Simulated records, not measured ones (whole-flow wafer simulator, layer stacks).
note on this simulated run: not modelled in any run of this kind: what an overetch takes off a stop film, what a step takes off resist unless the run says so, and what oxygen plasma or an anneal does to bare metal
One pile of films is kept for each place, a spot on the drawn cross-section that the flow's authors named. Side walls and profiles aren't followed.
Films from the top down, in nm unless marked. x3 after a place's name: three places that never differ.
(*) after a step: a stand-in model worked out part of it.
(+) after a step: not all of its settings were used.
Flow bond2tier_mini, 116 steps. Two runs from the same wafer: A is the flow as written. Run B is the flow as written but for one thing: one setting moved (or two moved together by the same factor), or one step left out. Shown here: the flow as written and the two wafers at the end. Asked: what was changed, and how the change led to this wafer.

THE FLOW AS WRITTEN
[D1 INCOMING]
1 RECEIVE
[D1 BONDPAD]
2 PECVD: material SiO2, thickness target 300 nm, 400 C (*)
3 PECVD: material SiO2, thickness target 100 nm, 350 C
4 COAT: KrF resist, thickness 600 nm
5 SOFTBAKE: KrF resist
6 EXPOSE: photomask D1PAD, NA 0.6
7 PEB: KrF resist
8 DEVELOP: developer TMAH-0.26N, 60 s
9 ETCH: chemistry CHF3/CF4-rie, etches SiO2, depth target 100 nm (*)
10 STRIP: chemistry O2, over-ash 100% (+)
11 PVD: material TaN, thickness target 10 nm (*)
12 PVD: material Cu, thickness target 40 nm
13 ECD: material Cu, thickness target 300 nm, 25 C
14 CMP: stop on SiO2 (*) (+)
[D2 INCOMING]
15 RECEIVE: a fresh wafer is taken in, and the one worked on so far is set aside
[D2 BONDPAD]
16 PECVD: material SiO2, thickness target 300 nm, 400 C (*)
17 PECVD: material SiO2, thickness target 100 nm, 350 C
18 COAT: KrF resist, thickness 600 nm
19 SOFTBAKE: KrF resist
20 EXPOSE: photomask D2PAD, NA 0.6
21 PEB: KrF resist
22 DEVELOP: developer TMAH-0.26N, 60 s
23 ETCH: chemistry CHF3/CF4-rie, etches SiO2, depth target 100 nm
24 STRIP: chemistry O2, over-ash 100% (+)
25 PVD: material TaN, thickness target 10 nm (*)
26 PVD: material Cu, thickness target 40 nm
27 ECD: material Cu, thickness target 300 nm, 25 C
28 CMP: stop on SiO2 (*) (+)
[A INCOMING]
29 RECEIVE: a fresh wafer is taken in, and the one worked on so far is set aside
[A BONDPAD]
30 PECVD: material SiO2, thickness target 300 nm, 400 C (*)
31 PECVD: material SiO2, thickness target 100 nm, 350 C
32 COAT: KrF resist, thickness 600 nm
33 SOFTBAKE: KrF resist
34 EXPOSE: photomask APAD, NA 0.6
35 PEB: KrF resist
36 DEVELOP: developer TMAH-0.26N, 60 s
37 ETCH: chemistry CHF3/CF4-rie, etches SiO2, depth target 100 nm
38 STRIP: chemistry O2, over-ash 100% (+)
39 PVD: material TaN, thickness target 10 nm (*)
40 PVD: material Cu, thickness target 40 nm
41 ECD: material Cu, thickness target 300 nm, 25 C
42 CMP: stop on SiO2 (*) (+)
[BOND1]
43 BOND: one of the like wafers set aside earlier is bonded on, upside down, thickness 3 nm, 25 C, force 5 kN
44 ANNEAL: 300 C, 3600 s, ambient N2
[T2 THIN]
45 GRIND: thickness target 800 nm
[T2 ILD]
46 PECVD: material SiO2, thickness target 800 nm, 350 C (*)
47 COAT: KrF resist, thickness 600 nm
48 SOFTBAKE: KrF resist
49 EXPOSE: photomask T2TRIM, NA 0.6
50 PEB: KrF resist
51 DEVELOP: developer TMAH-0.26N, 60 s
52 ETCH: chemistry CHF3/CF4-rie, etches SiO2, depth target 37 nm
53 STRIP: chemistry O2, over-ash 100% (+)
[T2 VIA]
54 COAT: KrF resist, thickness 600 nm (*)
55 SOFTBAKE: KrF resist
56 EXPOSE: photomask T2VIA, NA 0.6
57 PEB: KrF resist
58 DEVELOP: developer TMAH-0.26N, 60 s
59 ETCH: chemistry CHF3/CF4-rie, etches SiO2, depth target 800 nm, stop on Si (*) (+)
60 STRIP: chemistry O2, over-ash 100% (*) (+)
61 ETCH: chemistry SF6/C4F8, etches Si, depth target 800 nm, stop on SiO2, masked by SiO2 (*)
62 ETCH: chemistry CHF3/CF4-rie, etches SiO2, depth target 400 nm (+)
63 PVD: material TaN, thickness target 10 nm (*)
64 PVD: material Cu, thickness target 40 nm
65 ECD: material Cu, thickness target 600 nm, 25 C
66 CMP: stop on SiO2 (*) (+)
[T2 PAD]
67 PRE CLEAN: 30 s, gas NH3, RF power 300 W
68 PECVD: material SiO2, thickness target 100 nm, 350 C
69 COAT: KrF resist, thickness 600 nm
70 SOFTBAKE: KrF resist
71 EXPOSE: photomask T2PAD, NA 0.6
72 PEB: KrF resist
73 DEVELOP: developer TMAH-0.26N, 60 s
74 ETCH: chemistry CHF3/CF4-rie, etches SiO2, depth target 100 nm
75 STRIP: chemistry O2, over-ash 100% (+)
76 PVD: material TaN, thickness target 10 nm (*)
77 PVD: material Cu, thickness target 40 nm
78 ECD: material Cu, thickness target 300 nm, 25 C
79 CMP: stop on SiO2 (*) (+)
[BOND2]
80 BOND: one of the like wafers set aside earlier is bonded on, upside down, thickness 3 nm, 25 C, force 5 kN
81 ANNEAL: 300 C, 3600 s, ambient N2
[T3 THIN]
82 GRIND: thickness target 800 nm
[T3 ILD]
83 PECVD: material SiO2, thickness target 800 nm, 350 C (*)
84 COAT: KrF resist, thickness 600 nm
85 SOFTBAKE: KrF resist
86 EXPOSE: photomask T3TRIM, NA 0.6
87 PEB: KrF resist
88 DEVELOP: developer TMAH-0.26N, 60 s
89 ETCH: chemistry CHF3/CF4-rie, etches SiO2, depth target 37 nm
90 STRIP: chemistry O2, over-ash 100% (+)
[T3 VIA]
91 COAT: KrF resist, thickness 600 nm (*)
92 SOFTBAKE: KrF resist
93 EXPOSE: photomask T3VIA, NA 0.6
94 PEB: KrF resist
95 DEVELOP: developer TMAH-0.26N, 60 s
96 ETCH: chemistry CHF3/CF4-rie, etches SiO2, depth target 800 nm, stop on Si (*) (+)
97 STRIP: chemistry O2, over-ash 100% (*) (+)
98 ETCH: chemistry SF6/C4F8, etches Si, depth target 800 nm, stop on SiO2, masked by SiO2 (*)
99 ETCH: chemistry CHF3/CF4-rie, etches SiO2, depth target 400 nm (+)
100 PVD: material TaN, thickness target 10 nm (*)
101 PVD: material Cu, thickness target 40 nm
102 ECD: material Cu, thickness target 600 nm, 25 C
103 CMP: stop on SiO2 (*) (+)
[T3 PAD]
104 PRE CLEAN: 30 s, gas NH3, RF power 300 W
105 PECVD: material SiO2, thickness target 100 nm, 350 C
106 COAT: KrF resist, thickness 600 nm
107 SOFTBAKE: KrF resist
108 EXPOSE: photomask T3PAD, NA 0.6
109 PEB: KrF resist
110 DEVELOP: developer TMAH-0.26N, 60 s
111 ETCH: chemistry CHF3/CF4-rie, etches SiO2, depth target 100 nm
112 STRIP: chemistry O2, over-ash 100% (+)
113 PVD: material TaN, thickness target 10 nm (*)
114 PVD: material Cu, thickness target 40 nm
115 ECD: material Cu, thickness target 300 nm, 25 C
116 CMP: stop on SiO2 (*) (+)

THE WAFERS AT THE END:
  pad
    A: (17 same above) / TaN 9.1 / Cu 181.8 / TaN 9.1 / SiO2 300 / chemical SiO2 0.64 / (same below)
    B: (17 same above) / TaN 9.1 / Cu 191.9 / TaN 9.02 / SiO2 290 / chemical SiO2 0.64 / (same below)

The cause: step 37, ETCH: depth target 110 nm was run, where the flow has depth target 100 nm.

How the change led to this, step by step:
  37 ETCH: chemistry CHF3/CF4-rie, etches SiO2, depth target 100 nm
      pad, via: A SiO2 -100 | B SiO2 -110
      field: A KrF resist -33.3 | B KrF resist -36.7
  41 ECD: material Cu, thickness target 300 nm, 25 C
      pad: A Cu +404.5 | B Cu +414.9
      via: A Cu +400.2 | B Cu +410.2
